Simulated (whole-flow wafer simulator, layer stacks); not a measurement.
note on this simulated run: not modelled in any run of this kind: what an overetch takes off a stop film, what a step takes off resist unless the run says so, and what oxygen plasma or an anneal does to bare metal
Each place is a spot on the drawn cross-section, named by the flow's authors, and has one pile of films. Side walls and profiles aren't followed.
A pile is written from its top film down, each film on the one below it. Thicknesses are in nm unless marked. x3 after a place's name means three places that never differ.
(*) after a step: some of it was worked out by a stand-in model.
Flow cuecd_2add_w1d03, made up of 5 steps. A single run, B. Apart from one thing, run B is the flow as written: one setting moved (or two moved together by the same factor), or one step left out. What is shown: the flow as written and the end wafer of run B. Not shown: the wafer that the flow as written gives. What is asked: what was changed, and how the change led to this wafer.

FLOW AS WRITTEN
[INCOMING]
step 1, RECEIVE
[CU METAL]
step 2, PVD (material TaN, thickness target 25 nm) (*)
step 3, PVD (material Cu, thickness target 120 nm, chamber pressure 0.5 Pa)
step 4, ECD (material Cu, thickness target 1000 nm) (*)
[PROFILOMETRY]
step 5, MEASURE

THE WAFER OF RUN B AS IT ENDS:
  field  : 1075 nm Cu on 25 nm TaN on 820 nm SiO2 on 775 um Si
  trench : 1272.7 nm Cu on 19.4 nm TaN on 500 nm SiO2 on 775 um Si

What caused this: step 3, PVD: thickness target 75 nm was run, while the flow as written has thickness target 120 nm.

Step by step, how the change led to this:
  step 3, PVD (material Cu, thickness target 120 nm, chamber pressure 0.5 Pa)
      field: Cu gains 75 (new film) (as written it would have been: Cu gains 120 (new film))
      trench: Cu gains 58.5 (new film) (as written it would have been: Cu gains 93.4 (new film))
